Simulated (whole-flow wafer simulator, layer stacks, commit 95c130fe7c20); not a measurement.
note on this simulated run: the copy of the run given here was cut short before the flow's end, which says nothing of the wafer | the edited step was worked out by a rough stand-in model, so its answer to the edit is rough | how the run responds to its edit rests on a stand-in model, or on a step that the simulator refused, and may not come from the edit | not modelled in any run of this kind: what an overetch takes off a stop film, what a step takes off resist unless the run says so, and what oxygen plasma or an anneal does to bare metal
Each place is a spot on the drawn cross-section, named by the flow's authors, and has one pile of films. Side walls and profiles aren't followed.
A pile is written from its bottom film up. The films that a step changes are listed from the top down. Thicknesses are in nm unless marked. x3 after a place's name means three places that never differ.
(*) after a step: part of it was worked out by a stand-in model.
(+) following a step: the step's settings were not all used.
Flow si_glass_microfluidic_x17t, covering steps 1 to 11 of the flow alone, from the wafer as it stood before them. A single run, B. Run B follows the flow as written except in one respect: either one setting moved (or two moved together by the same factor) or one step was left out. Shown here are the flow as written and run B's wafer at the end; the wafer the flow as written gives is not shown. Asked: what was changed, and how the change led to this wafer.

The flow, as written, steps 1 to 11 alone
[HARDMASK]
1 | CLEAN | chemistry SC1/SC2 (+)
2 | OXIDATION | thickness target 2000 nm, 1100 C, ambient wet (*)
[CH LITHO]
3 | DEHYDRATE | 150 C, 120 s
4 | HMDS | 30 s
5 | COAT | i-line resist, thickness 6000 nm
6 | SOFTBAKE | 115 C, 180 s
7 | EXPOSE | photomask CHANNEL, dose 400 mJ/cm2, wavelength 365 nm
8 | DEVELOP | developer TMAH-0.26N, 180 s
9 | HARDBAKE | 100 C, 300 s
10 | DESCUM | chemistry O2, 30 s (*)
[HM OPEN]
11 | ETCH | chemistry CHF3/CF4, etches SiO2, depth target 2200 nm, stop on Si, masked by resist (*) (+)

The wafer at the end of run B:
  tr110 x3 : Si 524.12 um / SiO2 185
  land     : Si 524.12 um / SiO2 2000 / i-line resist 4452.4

What caused this: step 11, ETCH: depth target 1815 nm was run, whereas the flow has depth target 2200 nm.

Step by step, how the change led to this:
  11 | ETCH | chemistry CHF3/CF4, etches SiO2, depth target 2200 nm, stop on Si, masked by resist (*) (+)
      tr110 x3: SiO2 loses 1815 (as written it would have been: SiO2 loses 2000 (all of it))
      land: i-line resist loses 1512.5 (as written it would have been: i-line resist loses 1833.3)
